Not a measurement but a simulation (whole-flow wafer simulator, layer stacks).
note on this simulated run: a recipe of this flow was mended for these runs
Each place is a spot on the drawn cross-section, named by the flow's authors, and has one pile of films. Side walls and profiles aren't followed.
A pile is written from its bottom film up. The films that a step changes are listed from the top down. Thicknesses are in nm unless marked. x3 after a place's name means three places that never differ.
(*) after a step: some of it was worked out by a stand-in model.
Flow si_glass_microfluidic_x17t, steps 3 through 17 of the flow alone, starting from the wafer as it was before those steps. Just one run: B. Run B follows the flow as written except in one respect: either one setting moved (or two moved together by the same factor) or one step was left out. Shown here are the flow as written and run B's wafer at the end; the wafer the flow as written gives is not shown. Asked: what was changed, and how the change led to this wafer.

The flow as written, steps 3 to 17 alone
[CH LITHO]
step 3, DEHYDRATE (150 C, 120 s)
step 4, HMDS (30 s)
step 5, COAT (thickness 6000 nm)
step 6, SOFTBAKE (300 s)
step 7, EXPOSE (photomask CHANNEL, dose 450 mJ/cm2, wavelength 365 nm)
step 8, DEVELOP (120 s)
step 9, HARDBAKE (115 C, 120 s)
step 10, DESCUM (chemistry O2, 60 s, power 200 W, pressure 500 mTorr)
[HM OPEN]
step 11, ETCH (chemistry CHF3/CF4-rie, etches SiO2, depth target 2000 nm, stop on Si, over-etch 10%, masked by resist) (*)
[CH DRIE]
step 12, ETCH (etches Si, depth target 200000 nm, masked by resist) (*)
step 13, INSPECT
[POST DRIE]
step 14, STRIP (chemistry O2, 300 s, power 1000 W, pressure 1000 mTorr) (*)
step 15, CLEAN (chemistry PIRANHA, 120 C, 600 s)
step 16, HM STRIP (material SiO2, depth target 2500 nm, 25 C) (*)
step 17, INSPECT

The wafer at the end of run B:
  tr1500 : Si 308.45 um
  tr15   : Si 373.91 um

What caused this: step 5, COAT: thickness 5437 nm was run, though the flow has thickness 6000 nm.

The path from the change to this, step by step:
  step 5, COAT (thickness 6000 nm)
      land, tr110, tr1500, tr15: thick-i-line-resist gains 5437 (new film) (in the flow as written it would be: thick-i-line-resist gains 6000 (new film))
  step 8, DEVELOP (120 s)
      tr110, tr1500, tr15: thick-i-line-resist loses 5437 (all of it) (in the flow as written it would be: thick-i-line-resist loses 6000 (all of it))
  step 9, HARDBAKE (115 C, 120 s)
      land: thick-i-line-resist loses 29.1 (in the flow as written it would be: thick-i-line-resist loses 33.5)
  step 12, ETCH (etches Si, depth target 200000 nm, masked by resist) (*)
      tr1500: Si loses 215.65 um (in the flow as written it would be: Si loses 215.73 um)
      tr15: Si loses 150.19 um (in the flow as written it would be: Si loses 149.99 um)
  step 14, STRIP (chemistry O2, 300 s, power 1000 W, pressure 1000 mTorr) (*)
      land: thick-i-line-resist loses 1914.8 (all of it) (in the flow as written it would be: thick-i-line-resist loses 2472.3 (all of it))
